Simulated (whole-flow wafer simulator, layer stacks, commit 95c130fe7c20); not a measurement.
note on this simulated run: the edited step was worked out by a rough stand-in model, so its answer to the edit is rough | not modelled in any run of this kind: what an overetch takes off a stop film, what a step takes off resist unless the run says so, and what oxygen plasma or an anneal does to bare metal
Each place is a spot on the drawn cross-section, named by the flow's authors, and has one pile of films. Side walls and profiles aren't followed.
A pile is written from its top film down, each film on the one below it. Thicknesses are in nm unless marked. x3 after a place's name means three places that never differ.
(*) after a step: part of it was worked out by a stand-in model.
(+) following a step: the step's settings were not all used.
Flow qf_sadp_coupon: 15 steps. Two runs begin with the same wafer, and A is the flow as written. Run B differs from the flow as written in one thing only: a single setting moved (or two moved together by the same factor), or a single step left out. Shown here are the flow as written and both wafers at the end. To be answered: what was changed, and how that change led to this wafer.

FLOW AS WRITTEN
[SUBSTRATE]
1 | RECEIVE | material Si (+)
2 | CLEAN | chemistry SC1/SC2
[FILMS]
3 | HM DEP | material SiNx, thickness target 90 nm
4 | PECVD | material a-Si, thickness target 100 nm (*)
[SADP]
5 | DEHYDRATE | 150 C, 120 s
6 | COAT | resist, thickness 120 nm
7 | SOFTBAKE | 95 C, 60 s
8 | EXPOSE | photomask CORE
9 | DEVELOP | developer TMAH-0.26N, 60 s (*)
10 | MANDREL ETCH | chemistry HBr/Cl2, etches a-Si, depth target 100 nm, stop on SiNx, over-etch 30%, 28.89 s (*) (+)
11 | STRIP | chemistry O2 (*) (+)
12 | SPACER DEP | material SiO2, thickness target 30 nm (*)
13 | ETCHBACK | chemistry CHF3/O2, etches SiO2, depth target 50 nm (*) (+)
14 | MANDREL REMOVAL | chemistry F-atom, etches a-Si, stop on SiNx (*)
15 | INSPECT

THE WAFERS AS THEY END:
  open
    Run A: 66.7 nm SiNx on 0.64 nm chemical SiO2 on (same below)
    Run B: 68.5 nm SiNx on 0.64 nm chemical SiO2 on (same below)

The reason: step 4, PECVD: thickness target 112.5 nm was run, though the flow has thickness target 100 nm.

How this came from the change, step by step:
  4 | PECVD | material a-Si, thickness target 100 nm (*)
      m, open: A a-Si gains 100 (new film) | B a-Si gains 112.5 (new film)
  10 | MANDREL ETCH | chemistry HBr/Cl2, etches a-Si, depth target 100 nm, stop on SiNx, over-etch 30%, 28.89 s (*) (+)
      open: A a-Si loses 100 (all of it), SiNx loses 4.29 | B a-Si loses 112.5 (all of it), SiNx loses 2.5
  14 | MANDREL REMOVAL | chemistry F-atom, etches a-Si, stop on SiNx (*)
      m: A a-Si loses 95.8 (all of it) | B a-Si loses 108.3 (all of it)
